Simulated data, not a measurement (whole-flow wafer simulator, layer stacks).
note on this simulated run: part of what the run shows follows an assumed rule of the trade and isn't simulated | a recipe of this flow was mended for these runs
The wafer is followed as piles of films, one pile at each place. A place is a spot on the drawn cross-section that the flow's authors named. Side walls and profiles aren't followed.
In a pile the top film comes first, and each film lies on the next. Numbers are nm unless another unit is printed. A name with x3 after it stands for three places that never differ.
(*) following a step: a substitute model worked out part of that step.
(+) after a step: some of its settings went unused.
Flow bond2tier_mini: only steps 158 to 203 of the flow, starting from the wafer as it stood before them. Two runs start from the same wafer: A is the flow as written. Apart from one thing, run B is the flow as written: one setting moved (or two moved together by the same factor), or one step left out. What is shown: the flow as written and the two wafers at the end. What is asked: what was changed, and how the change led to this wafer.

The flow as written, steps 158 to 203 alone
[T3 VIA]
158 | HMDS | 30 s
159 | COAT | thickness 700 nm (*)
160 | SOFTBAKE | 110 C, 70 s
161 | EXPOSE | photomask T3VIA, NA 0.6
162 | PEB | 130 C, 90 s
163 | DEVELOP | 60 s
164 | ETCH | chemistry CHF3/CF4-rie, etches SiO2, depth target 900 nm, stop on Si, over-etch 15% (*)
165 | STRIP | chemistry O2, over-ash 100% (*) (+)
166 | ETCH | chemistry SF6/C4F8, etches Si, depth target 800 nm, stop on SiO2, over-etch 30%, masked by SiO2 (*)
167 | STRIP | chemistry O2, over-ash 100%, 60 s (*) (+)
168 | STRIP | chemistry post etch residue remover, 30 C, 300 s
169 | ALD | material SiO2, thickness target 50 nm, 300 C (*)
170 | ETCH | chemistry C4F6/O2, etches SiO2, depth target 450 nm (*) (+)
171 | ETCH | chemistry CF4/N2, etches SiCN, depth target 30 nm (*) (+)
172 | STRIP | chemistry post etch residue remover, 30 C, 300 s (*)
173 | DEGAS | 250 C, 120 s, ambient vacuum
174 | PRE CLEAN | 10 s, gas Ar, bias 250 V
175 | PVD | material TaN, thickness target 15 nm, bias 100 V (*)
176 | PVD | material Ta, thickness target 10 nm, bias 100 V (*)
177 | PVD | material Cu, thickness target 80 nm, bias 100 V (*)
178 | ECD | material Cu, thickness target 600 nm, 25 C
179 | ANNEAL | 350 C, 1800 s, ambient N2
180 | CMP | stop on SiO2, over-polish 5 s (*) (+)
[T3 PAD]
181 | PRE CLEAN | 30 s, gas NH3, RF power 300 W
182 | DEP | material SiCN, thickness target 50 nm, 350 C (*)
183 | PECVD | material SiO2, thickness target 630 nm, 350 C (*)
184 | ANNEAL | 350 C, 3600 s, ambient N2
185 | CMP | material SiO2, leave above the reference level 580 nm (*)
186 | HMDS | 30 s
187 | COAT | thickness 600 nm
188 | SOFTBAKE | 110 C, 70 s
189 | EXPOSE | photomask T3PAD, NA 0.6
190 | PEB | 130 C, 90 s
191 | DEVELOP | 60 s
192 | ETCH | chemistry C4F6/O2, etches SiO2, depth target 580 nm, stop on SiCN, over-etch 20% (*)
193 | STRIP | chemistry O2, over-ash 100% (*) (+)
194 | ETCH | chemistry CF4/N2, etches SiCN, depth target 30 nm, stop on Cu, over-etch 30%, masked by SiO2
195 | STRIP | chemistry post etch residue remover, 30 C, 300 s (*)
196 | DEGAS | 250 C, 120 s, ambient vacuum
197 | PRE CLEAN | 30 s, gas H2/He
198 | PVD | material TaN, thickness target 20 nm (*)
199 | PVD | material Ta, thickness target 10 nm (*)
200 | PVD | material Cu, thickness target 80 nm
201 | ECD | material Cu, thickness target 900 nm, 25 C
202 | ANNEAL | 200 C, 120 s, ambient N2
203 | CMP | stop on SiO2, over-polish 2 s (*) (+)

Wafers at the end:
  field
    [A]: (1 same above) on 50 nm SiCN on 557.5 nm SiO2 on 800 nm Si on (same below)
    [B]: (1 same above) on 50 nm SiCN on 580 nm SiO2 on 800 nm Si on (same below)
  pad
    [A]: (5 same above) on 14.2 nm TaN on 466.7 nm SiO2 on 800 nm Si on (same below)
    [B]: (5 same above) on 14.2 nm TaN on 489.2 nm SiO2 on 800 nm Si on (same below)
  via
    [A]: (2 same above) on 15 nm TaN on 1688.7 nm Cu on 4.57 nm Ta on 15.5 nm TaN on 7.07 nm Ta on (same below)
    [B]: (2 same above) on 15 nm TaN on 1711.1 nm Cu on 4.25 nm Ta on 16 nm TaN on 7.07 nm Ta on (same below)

The reason: step 169, ALD: thickness target 72.5 nm was run, while the flow as written has thickness target 50 nm.

How this came from the change, step by step:
  169 | ALD | material SiO2, thickness target 50 nm, 300 C (*)
      field, pad, via: A +50 SiO2 | B +72.5 SiO2
  170 | ETCH | chemistry C4F6/O2, etches SiO2, depth target 450 nm (*) (+)
      via: A -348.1 SiO2 (all of it), -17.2 SiCN | B -370.6 SiO2 (all of it), -13.4 SiCN
  171 | ETCH | chemistry CF4/N2, etches SiCN, depth target 30 nm (*) (+)
      via: A -17.6 SiCN (all of it), -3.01 TaN | B -21.4 SiCN (all of it), -2.09 TaN
  177 | PVD | material Cu, thickness target 80 nm, bias 100 V (*)
      via: A +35 Cu (new film) | B +32.4 Cu (new film)
